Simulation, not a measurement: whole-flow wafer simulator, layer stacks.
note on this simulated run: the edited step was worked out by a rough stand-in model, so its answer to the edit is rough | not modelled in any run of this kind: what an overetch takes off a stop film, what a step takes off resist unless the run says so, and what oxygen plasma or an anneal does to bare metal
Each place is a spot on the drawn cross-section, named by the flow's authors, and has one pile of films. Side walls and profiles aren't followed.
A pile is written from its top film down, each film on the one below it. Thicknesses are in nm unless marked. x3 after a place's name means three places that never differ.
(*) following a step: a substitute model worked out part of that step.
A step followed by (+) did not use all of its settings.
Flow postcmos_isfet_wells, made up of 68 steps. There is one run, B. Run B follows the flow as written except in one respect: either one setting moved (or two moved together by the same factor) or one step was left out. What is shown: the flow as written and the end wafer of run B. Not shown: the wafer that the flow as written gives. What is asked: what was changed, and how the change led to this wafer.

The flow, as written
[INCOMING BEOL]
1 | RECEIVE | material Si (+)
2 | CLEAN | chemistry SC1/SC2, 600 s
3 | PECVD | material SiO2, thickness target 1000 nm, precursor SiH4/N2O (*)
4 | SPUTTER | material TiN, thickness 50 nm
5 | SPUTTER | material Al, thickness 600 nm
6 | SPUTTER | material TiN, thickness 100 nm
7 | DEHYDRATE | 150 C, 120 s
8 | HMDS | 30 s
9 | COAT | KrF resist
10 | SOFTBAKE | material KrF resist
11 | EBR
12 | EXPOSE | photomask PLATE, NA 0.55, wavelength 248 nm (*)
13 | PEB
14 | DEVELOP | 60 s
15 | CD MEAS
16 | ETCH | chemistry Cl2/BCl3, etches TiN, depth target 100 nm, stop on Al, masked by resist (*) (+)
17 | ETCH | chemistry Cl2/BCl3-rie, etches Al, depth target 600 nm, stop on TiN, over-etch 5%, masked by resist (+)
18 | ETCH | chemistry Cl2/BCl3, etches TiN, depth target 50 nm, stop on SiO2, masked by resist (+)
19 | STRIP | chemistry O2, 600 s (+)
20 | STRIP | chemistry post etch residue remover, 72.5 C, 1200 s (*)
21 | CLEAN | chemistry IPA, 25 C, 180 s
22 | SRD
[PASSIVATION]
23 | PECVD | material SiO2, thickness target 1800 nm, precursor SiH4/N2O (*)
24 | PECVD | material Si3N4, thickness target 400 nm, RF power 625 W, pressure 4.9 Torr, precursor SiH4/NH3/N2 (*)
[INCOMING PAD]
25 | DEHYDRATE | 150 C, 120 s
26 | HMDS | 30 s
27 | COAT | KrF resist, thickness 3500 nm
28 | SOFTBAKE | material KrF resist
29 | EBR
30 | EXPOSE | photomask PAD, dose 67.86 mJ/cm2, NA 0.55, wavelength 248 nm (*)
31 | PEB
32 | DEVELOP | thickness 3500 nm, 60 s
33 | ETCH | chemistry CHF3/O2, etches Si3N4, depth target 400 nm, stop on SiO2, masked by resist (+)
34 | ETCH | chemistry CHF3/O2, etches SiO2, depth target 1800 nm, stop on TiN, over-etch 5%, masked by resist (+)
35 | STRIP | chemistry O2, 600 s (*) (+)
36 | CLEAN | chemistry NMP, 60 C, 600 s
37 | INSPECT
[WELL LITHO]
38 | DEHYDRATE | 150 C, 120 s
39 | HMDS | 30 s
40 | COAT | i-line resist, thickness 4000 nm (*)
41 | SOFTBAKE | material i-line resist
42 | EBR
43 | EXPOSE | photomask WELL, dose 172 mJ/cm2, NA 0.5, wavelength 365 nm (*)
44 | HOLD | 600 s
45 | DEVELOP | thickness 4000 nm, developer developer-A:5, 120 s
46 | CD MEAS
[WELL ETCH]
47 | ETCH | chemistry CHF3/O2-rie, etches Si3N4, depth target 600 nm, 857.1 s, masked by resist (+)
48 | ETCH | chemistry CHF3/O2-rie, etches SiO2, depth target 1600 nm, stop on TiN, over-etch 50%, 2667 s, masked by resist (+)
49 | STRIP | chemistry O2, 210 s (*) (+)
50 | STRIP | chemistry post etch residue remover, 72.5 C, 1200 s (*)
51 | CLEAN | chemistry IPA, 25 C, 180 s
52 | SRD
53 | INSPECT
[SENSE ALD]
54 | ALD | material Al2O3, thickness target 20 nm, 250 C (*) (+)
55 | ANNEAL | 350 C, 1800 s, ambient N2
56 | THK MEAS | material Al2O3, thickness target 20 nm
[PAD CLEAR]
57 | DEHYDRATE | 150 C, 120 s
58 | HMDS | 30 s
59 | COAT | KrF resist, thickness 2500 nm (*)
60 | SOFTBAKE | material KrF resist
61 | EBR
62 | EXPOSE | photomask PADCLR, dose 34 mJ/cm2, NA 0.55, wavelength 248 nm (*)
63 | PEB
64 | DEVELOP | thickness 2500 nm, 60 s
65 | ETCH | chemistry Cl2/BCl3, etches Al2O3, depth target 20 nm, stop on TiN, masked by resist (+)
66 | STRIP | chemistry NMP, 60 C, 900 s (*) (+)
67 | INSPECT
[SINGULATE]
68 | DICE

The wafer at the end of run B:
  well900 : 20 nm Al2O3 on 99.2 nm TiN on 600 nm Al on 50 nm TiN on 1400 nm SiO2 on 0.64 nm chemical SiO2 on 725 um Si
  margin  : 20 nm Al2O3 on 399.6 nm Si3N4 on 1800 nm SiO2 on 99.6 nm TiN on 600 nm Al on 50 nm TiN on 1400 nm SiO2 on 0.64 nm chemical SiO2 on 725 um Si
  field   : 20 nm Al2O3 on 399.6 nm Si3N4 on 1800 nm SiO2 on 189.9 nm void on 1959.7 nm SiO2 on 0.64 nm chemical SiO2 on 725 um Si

What caused this: step 3, PECVD: thickness target 1400 nm was run, while the flow as written has thickness target 1000 nm.
The wafer itself shows it: well900 has SiO2 1400, and step 3 as written asks for 1000 nm.

Step by step, how the change led to this:
  3 | PECVD | material SiO2, thickness target 1000 nm, precursor SiH4/N2O (*)
      field, margin, well900, well1300 x3, pad_rim, pad_clr, pad_open: SiO2 gains 1400 (new film) (in the flow as written it would be: SiO2 gains 1000 (new film))
